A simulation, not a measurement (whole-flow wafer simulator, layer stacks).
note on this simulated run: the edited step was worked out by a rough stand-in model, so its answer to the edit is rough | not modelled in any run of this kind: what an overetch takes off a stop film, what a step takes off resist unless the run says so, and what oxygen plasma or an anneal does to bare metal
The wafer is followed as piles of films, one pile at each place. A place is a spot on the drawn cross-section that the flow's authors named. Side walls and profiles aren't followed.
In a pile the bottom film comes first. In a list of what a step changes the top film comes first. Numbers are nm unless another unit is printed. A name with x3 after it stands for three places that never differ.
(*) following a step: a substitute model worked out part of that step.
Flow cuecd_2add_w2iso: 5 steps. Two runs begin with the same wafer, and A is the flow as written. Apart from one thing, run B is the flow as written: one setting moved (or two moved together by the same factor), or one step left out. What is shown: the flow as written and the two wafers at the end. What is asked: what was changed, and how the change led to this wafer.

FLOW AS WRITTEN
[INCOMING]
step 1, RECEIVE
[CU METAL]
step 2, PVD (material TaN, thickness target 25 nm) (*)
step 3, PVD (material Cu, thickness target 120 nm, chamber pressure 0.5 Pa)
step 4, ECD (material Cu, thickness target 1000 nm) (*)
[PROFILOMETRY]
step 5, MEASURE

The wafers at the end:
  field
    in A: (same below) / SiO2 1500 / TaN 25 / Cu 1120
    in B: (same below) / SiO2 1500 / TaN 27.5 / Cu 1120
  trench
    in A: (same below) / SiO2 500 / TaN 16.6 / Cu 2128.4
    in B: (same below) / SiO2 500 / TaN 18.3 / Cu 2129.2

The reason: step 2, PVD: thickness target 27.5 nm was run, whereas the flow has thickness target 25 nm.
One can read it off the wafer: field has TaN 27.5, and step 2 as written asks for 25 nm.

The path from the change to this, step by step:
  step 2, PVD (material TaN, thickness target 25 nm) (*)
      field: A +25 TaN (new film) | B +27.5 TaN (new film)
      trench: A +16.6 TaN (new film) | B +18.3 TaN (new film)
